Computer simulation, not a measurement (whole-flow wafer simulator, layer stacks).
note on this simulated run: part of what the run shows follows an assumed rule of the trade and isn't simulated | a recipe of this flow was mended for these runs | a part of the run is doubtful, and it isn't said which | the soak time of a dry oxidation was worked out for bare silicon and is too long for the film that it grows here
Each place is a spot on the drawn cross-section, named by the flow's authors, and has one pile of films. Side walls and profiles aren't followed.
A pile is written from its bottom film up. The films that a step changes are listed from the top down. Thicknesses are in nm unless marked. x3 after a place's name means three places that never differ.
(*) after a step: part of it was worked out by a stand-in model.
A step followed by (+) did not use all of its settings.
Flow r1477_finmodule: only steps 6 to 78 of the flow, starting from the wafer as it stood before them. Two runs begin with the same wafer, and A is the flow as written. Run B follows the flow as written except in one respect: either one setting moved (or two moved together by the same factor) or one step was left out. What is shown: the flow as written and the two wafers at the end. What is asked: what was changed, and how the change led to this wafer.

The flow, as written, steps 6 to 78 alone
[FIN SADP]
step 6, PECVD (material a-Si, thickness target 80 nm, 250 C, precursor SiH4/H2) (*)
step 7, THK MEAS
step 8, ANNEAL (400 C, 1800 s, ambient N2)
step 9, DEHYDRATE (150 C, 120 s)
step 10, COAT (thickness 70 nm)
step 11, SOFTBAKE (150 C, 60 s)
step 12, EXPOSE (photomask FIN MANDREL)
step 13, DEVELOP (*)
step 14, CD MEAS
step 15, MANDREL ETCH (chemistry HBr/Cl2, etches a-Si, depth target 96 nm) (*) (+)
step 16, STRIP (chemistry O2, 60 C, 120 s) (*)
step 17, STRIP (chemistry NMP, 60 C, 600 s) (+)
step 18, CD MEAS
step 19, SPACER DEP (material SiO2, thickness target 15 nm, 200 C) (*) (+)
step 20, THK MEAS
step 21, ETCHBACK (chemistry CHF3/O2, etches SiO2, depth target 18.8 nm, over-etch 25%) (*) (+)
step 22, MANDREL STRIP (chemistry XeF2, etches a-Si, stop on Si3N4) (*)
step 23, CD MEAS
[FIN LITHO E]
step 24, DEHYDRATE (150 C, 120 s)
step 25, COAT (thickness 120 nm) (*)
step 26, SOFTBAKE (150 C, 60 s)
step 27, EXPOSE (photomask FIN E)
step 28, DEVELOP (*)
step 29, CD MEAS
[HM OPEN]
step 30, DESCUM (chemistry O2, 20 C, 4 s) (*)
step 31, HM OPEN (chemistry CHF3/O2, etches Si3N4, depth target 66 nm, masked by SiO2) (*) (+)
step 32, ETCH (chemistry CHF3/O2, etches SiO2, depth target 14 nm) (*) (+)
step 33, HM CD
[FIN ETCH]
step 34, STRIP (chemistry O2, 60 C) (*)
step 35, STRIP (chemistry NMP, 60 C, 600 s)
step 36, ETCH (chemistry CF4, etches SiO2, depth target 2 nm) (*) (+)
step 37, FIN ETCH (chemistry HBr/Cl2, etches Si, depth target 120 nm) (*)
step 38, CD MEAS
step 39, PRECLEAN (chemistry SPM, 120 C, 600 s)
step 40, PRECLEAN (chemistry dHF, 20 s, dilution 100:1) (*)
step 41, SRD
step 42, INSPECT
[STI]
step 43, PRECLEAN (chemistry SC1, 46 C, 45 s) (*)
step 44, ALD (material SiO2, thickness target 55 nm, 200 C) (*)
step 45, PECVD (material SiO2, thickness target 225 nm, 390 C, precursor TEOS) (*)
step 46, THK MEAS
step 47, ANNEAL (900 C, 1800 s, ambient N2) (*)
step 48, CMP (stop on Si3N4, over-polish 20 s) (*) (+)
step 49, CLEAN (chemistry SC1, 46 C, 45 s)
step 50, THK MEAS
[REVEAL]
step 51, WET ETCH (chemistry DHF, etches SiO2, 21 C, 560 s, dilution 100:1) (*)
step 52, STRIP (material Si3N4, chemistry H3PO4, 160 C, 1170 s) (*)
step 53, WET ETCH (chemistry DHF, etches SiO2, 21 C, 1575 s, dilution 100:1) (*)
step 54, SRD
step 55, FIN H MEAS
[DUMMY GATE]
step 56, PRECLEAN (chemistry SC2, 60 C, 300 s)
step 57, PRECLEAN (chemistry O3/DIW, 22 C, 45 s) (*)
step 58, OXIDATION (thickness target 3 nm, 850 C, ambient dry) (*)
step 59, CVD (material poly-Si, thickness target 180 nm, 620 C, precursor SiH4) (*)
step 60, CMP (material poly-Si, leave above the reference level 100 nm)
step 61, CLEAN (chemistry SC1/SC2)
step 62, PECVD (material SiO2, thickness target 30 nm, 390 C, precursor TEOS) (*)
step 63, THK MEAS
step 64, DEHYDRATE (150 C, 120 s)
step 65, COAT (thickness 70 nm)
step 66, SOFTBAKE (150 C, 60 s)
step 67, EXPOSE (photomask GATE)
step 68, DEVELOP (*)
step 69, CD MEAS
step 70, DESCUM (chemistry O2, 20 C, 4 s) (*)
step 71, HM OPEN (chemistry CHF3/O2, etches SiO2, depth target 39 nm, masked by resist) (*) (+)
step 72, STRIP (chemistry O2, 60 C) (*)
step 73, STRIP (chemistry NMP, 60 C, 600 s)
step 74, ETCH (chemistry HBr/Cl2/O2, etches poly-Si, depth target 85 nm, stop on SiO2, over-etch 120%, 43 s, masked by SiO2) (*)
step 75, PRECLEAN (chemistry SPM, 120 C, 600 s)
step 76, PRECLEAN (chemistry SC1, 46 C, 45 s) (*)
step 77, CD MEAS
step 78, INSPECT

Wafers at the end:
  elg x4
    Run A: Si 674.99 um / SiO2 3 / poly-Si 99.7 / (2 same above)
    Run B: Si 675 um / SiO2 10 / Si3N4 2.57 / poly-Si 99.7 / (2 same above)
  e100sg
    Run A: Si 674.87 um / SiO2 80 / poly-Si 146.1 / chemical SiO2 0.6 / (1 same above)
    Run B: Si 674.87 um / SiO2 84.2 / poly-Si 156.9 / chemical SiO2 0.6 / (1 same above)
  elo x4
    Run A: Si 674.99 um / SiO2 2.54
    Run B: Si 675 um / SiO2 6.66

What caused this: step 21, ETCHBACK: depth target 28.7 nm was run, whereas the flow has depth target 18.8 nm.

Step by step, how the change led to this:
  step 21, ETCHBACK (chemistry CHF3/O2, etches SiO2, depth target 18.8 nm, over-etch 25%) (*) (+)
      pad, padg, elg x4 and 18 more: A -15 SiO2 (all of it), -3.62 Si3N4 | B -15 SiO2 (all of it), -13 Si3N4
      s40cg, s45cg, s50cg, s40co, s45co, s50co: A -15 SiO2 (all of it), -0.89 chemical SiO2 (all of it), -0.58 a-Si | B -15 SiO2 (all of it), -0.89 chemical SiO2 (all of it), -2.54 a-Si
  step 22, MANDREL STRIP (chemistry XeF2, etches a-Si, stop on Si3N4) (*)
      s40cg, s45cg, s50cg, s40co, s45co, s50co: A -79 a-Si (all of it) | B -77.1 a-Si (all of it)
  step 25, COAT (thickness 120 nm) (*)
      s40cg, s40co: A +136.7 e-beam-resist (new film) | B +130.4 e-beam-resist (new film)
      s40sg, s40so: A +142.6 e-beam-resist (new film) | B +145.6 e-beam-resist (new film)
      (also at 14 further places)
  step 28, DEVELOP (*)
      s40cg, s40co: A -136.7 e-beam-resist (all of it) | B -130.4 e-beam-resist (all of it)
      s40sg, s40so: A -142.6 e-beam-resist (all of it) | B -145.6 e-beam-resist (all of it)
      (also at 14 further places)
  step 31, HM OPEN (chemistry CHF3/O2, etches Si3N4, depth target 66 nm, masked by SiO2) (*) (+)
      pad, padg, esg and 13 more: A -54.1 Si3N4 (all of it), -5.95 SiO2 | B -44.7 Si3N4 (all of it), -10 SiO2 (all of it), -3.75 Si
  step 32, ETCH (chemistry CHF3/O2, etches SiO2, depth target 14 nm) (*) (+)
      pad, padg: A -4.05 SiO2 (all of it), -1.99 Si | B -2.8 Si
      esg, eso: A -4.05 SiO2 (all of it), -1.99 Si | B -2.31 Si
      (also at 12 further places)
  step 44, ALD (material SiO2, thickness target 55 nm, 200 C) (*)
      s40cg, s45cg, s50cg, s40co, s45co, s50co: A +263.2 SiO2 (new film) | B +253.4 SiO2 (new film)
      s40sg, s45sg, s40so, s45so: A +263.8 SiO2 (new film) | B +258.2 SiO2 (new film)
      (also at 10 further places)
  step 48, CMP (stop on Si3N4, over-polish 20 s) (*) (+)
      elg x4, esg, e40sg and 10 more: A -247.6 SiO2 | B -238.2 SiO2
      s40cg, s40sg, s45cg and 9 more: A -288.1 SiO2 | B -278.3 SiO2
      (also at 8 further places)
  step 51, WET ETCH (chemistry DHF, etches SiO2, 21 C, 560 s, dilution 100:1) (*)
      elg x4, elo x4: A -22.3 SiO2 (all of it), -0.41 Si3N4 | B -28.1 SiO2
  step 52, STRIP (material Si3N4, chemistry H3PO4, 160 C, 1170 s) (*)
      elg x4, elo x4: A -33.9 Si3N4 (all of it), -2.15 SiO2 | B -3.52 SiO2 (all of it), -18.1 Si3N4
  step 53, WET ETCH (chemistry DHF, etches SiO2, 21 C, 1575 s, dilution 100:1) (*)
      elg x4, elo x4: A -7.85 SiO2 (all of it) | B -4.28 Si3N4
  step 57, PRECLEAN (chemistry O3/DIW, 22 C, 45 s) (*)
      elg x4, elo x4: A +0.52 chemical SiO2, -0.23 Si | B nothing
  step 58, OXIDATION (thickness target 3 nm, 850 C, ambient dry) (*)
      elg x4, elo x4: A +3 SiO2 (new film), -0.85 chemical SiO2 (all of it), -0.95 Si | B nothing
  step 59, CVD (material poly-Si, thickness target 180 nm, 620 C, precursor SiH4) (*)
      esg, e40sg, e100sg, eso, e40so, e100so: A +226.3 poly-Si (new film) | B +237.2 poly-Si (new film)
      e200sg, e200so: A +219.2 poly-Si (new film) | B +237.2 poly-Si (new film)
  step 60, CMP (material poly-Si, leave above the reference level 100 nm)
      s40cg, s40sg, s40sg_line and 15 more: A -80 poly-Si | B -69.1 poly-Si
      pad, padg: A -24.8 poly-Si | B -13.9 poly-Si
      (also at 2 further places)
  step 74, ETCH (chemistry HBr/Cl2/O2, etches poly-Si, depth target 85 nm, stop on SiO2, over-etch 120%, 43 s, masked by SiO2) (*)
      elo x4: A -1.12 chemical SiO2 (all of it), -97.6 poly-Si (all of it), -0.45 SiO2 | B -1.12 chemical SiO2 (all of it), -97.6 poly-Si (all of it), -2.57 Si3N4 (all of it), -3.33 SiO2
      eso, e40so, e100so and 7 more: A -1.12 chemical SiO2 (all of it), -143.9 poly-Si (all of it), -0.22 SiO2 | B -1.12 chemical SiO2 (all of it), -154.8 poly-Si (all of it), -0.16 SiO2
      (also at 4 further places)
